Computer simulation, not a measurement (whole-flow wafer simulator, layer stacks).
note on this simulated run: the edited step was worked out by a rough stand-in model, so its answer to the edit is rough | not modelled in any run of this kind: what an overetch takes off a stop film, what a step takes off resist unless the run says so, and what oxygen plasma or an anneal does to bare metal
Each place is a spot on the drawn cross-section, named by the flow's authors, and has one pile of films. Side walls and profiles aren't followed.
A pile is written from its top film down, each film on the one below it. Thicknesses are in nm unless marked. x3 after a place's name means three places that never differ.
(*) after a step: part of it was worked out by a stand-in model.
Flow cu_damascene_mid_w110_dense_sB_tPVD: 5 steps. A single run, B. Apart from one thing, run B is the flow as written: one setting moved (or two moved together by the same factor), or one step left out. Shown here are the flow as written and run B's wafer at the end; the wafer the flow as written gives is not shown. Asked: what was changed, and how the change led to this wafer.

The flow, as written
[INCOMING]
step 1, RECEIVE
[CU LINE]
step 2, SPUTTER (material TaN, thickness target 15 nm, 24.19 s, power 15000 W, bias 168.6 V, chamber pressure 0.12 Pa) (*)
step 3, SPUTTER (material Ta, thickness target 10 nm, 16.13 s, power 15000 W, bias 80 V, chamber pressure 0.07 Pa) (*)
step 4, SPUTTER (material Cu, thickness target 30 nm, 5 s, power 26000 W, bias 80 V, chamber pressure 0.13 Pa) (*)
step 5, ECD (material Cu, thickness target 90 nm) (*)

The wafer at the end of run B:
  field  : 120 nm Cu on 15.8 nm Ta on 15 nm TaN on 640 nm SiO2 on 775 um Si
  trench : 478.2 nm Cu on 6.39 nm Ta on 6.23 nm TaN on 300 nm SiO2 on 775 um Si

The reason: step 3, SPUTTER: thickness target 15.8 nm was run, though the flow has thickness target 10 nm; step 3, SPUTTER: 25.4 s was run, where the flow has 16.13 s.
The wafer itself shows it: field has Ta 15.8, and step 3 as written asks for 10 nm.

How this came from the change, step by step:
  step 3, SPUTTER (material Ta, thickness target 10 nm, 16.13 s, power 15000 W, bias 80 V, chamber pressure 0.07 Pa) (*)
      field: +15.8 Ta (new film) (it would be, as written: +10 Ta (new film))
      trench: +6.39 Ta (new film) (it would be, as written: +4.05 Ta (new film))
